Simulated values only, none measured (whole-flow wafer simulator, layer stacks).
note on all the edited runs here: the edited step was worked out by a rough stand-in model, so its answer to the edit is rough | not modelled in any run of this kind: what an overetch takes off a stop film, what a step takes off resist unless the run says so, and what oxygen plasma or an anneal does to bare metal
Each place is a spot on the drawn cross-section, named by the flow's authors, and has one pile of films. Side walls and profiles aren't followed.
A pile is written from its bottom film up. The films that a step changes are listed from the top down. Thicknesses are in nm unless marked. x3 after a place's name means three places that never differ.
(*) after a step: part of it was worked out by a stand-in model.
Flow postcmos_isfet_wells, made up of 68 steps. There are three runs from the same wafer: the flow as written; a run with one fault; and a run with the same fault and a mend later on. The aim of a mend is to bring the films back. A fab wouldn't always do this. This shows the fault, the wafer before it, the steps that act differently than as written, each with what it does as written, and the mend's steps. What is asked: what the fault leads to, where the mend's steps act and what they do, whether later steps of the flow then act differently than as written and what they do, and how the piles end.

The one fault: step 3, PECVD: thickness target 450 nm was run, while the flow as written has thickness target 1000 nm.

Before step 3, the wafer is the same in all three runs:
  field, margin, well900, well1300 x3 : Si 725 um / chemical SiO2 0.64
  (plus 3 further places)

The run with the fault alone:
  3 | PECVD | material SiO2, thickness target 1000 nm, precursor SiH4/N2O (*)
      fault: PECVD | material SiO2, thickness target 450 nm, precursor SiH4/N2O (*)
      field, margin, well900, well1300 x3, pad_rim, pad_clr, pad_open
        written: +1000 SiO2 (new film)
        fault: +450 SiO2 (new film)
  Every later step of the flow that is run acts as written at every place that is followed.
  The piles end different from the flow's at field, margin, well900, well1300 x3, pad_rim, pad_clr, pad_open by more than 2% or 0.5 nm, whichever is larger.
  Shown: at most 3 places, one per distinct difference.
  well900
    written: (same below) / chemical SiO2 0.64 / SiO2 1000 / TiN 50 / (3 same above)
    fault: (same below) / chemical SiO2 0.64 / SiO2 450 / TiN 50 / (3 same above)
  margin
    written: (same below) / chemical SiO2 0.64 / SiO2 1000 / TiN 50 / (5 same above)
    fault: (same below) / chemical SiO2 0.64 / SiO2 450 / TiN 50 / (5 same above)
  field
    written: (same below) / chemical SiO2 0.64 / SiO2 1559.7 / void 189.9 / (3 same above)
    fault: (same below) / chemical SiO2 0.64 / SiO2 1009.7 / void 189.9 / (3 same above)

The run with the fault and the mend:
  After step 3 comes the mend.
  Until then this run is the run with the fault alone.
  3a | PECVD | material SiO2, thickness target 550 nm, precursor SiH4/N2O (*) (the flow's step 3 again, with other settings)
      field, margin, well900, well1300 x3, pad_rim, pad_clr, pad_open
        +550 SiO2
  Every later step of the flow that is run acts as written at every place that is followed.
  At every place that both follow, the piles at the end match the flow's.
